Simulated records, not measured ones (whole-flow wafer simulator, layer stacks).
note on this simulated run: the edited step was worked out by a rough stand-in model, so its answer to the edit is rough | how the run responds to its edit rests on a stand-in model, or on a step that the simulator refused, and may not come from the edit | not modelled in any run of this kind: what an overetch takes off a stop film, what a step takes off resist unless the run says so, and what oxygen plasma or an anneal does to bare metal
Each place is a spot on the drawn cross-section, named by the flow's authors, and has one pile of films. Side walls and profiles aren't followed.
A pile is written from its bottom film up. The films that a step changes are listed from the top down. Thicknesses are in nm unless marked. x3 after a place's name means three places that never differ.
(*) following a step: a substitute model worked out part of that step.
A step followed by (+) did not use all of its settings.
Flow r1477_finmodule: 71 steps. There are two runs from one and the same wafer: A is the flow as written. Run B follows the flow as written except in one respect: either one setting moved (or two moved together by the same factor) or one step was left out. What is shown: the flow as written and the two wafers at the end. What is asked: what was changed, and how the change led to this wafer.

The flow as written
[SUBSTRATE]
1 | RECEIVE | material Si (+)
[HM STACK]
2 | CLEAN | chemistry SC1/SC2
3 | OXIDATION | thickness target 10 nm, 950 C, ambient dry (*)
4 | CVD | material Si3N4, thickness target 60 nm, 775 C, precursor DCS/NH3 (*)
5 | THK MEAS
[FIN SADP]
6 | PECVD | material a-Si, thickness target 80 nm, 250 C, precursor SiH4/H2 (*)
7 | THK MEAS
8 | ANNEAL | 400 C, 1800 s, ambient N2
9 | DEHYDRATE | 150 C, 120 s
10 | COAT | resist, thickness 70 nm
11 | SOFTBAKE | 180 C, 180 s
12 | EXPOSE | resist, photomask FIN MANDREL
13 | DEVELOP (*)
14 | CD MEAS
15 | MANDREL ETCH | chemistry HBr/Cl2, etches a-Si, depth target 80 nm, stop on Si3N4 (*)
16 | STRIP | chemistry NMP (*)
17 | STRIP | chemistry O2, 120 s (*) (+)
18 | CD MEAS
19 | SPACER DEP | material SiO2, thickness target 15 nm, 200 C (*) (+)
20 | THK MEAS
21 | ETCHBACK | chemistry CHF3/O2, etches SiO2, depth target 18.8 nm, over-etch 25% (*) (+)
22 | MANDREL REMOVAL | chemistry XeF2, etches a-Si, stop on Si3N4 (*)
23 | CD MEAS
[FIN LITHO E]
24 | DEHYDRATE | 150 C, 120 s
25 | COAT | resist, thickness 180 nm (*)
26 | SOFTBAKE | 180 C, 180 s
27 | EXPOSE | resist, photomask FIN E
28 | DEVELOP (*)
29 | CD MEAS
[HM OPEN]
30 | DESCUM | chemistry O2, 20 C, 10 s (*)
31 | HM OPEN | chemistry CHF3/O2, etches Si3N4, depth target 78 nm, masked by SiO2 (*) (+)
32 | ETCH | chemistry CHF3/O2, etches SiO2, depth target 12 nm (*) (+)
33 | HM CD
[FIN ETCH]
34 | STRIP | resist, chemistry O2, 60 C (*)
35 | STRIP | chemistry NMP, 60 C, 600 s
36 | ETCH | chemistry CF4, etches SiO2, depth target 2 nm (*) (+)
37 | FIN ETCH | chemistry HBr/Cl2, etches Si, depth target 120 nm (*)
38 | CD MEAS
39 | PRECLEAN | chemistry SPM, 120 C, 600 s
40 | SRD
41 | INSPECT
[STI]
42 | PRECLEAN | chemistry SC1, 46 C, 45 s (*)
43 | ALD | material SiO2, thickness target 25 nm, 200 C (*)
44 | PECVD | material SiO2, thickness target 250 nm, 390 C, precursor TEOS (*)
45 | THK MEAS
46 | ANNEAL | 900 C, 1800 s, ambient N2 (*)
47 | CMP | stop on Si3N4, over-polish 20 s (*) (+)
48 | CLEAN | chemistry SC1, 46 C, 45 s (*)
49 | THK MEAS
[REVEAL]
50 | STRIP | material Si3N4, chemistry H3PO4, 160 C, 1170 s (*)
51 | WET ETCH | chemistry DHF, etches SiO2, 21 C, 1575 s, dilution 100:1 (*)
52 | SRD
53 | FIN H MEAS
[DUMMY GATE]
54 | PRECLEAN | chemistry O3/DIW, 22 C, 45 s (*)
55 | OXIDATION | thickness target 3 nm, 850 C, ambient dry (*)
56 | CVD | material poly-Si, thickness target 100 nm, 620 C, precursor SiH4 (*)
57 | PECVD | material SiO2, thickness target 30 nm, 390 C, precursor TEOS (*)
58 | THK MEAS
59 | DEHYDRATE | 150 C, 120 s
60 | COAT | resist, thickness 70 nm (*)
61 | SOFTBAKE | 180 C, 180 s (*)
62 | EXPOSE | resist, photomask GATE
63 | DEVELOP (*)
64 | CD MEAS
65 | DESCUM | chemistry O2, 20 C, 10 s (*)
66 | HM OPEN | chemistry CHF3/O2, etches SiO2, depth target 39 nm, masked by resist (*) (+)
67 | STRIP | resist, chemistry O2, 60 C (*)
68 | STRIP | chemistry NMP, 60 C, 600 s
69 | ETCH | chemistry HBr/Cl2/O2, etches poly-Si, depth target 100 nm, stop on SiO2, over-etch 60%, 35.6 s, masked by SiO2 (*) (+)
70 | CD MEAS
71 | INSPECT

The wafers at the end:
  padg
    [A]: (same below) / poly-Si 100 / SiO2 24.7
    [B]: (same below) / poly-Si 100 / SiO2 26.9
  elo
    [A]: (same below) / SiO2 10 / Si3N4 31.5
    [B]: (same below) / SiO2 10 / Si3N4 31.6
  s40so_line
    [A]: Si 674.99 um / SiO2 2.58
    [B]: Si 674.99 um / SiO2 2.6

Cause: step 57, PECVD: thickness target 32.2 nm was run, whereas the flow has thickness target 30 nm.

How this came from the change, step by step:
  57 | PECVD | material SiO2, thickness target 30 nm, 390 C, precursor TEOS (*)
      pad, padg, elg and 33 more: A SiO2 gains 30 (new film) | B SiO2 gains 32.2 (new film)
  66 | HM OPEN | chemistry CHF3/O2, etches SiO2, depth target 39 nm, masked by resist (*) (+)
      pad, elo, eso and 15 more: A SiO2 loses 30 (all of it), poly-Si loses 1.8 | B SiO2 loses 32.2 (all of it), poly-Si loses 1.36
